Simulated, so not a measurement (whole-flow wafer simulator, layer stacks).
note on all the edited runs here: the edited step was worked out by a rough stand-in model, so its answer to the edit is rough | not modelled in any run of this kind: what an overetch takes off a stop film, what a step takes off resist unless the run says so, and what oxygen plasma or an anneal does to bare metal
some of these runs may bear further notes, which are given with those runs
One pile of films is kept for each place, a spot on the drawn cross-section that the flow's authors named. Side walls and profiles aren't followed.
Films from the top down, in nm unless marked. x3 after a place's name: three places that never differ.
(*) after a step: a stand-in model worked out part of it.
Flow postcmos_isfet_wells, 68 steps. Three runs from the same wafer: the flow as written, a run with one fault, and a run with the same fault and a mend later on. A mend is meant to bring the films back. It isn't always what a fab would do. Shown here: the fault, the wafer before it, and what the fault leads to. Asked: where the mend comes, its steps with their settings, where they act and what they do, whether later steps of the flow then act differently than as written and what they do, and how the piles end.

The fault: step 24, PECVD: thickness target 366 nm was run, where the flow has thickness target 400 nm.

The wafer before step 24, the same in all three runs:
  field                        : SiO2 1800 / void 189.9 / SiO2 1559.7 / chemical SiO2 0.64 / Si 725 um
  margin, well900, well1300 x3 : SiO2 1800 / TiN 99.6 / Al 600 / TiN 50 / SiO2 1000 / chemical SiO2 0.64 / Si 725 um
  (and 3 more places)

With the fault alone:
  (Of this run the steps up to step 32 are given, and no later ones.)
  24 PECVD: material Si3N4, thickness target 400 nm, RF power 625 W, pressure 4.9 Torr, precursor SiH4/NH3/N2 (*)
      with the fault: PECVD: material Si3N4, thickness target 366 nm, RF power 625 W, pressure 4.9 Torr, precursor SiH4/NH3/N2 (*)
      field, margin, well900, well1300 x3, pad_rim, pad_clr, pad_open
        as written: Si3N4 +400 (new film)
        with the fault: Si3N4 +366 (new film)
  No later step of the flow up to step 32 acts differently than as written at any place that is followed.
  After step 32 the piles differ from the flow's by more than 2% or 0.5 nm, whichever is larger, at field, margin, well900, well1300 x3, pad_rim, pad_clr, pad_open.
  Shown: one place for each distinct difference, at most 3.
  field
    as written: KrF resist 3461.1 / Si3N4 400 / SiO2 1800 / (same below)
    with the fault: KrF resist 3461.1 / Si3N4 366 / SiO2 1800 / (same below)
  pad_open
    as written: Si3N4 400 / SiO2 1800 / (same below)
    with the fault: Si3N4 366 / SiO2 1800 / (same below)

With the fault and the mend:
  The mend comes after step 24.
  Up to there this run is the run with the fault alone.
  24a ETCH: chemistry h3po4, depth target 420.9 nm
      field, margin, well900, well1300 x3, pad_rim, pad_clr, pad_open
        Si3N4 -366 (all of it)
  24b PECVD: material Si3N4, thickness target 400 nm, RF power 625 W, pressure 4.9 Torr, precursor SiH4/NH3/N2 (*) (the flow's step 24 once more)
      field, margin, well900, well1300 x3, pad_rim, pad_clr, pad_open
        Si3N4 +400 (new film)
  No later step of the flow acts differently than as written at any place that is followed.
  At the end the piles are the same as the flow's at every place that both follow.
